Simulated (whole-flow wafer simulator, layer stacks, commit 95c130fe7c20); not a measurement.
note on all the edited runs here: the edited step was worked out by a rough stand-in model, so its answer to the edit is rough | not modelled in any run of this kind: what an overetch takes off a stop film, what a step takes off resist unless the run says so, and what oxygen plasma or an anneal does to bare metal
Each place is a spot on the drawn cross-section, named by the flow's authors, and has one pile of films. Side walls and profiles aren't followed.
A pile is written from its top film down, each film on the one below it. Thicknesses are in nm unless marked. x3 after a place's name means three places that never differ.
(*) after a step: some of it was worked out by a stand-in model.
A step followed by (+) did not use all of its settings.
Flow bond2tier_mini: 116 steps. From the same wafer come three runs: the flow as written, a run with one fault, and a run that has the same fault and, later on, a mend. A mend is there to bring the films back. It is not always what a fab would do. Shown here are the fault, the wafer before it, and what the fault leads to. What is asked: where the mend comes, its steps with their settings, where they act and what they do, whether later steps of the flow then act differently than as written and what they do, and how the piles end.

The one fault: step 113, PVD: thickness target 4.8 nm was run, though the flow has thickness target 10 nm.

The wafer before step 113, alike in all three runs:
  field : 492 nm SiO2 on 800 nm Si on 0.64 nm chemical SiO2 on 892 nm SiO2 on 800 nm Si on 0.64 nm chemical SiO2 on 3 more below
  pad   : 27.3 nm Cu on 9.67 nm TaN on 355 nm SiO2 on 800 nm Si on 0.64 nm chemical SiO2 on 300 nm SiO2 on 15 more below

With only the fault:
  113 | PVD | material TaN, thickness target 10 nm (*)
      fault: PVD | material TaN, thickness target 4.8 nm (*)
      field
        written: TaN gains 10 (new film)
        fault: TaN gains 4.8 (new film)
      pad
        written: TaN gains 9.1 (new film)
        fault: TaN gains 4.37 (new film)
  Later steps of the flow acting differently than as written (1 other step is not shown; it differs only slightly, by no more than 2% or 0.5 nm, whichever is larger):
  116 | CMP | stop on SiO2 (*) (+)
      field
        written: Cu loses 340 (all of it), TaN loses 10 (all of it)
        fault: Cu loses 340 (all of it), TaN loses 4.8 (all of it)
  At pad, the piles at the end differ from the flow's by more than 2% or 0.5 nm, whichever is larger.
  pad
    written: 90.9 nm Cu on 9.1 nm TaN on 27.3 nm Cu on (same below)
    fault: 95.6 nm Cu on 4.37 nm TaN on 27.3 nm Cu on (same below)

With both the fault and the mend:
  The mend follows step 113.
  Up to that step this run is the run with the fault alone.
  113a | PVD | material TaN, thickness target 5.2 nm (*) (the flow's step 113 again, with other settings)
      field
        TaN gains 5.2
      pad
        TaN gains 4.73
  Later steps of the flow that are run all act as written at every place that is followed.
  At every place that both follow, the piles at the end match the flow's.
